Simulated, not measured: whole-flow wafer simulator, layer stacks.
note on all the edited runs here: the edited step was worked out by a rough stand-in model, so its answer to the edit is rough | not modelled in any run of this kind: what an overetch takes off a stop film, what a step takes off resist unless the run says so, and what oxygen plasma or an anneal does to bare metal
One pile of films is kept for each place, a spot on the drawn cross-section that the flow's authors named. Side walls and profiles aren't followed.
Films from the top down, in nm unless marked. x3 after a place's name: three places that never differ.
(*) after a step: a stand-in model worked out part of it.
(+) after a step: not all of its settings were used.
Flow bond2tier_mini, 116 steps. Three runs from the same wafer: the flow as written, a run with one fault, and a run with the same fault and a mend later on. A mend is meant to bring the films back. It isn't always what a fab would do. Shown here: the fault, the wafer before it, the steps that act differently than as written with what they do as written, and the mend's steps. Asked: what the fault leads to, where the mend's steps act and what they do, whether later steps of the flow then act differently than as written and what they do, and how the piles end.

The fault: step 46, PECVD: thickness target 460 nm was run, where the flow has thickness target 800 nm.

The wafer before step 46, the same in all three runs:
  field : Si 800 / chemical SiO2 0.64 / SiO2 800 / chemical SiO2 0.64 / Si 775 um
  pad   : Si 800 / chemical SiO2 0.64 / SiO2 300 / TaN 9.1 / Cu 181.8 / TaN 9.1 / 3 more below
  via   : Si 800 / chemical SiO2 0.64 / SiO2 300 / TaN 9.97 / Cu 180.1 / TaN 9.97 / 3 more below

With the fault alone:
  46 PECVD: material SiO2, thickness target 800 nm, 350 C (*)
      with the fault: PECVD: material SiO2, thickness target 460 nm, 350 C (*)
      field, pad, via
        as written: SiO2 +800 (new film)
        with the fault: SiO2 +460 (new film)
  Later steps of the flow that act differently than as written:
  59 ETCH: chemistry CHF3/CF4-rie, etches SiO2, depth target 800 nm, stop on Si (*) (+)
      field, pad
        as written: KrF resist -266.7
        with the fault: KrF resist -211.5
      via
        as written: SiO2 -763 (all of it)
        with the fault: SiO2 -423 (all of it)
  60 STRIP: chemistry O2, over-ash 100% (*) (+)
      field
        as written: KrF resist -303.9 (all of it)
        with the fault: KrF resist -359.1 (all of it)
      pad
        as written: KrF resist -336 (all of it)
        with the fault: KrF resist -391.1 (all of it)
  At the end the piles differ from the flow's by more than 2% or 0.5 nm, whichever is larger, at field, pad.
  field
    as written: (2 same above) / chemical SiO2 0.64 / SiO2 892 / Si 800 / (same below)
    with the fault: (2 same above) / chemical SiO2 0.64 / SiO2 552 / Si 800 / (same below)
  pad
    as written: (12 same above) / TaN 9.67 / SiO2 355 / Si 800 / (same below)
    with the fault: (12 same above) / TaN 9.67 / SiO2 15 / Si 800 / (same below)

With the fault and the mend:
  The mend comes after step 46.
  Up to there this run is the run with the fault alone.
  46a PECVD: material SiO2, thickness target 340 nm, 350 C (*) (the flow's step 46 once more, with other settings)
      field, pad, via
        SiO2 +340
  No later step of the flow acts differently than as written at any place that is followed.
  At the end the piles are the same as the flow's at every place that both follow.
